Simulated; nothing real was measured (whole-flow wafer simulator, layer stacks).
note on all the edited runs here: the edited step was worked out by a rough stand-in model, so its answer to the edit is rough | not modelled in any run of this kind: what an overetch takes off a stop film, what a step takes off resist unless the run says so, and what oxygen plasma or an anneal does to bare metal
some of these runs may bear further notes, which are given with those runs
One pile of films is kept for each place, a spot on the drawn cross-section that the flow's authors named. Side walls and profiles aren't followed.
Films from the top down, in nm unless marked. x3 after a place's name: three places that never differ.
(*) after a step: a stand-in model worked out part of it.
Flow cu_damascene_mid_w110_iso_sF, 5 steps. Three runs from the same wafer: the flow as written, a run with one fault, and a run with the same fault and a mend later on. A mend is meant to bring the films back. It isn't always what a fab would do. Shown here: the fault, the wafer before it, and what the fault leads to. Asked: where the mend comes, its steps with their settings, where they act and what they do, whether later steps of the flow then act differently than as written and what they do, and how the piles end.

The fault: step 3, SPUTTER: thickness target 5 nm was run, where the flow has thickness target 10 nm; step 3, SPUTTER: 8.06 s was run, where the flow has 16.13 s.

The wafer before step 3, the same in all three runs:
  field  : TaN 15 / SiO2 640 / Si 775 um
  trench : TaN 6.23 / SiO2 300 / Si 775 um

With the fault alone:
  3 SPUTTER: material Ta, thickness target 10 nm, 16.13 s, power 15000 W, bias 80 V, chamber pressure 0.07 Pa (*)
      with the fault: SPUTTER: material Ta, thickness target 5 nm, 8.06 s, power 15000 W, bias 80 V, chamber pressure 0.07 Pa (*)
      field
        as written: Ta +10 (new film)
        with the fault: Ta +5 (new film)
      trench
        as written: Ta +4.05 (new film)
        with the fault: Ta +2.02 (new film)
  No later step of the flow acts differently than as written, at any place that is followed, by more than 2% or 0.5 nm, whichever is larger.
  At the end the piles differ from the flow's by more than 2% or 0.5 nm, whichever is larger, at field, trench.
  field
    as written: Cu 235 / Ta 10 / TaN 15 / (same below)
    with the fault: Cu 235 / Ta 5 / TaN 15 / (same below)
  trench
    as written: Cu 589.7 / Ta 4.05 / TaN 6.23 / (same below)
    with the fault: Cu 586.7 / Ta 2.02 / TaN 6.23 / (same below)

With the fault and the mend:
  The mend comes after step 3.
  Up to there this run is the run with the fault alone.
  3a SPUTTER: material Ta, thickness target 5 nm, 8.065 s, power 15000 W, bias 80 V, chamber pressure 0.07 Pa (*) (the flow's step 3 once more, with other settings)
      field
        Ta +5
      trench
        Ta +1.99
  No later step of the flow acts differently than as written, at any place that is followed, by more than 2% or 0.5 nm, whichever is larger.
  At the end the piles differ from the flow's only slightly at the places that both follow, by at most 2% or 0.5 nm, whichever is larger.
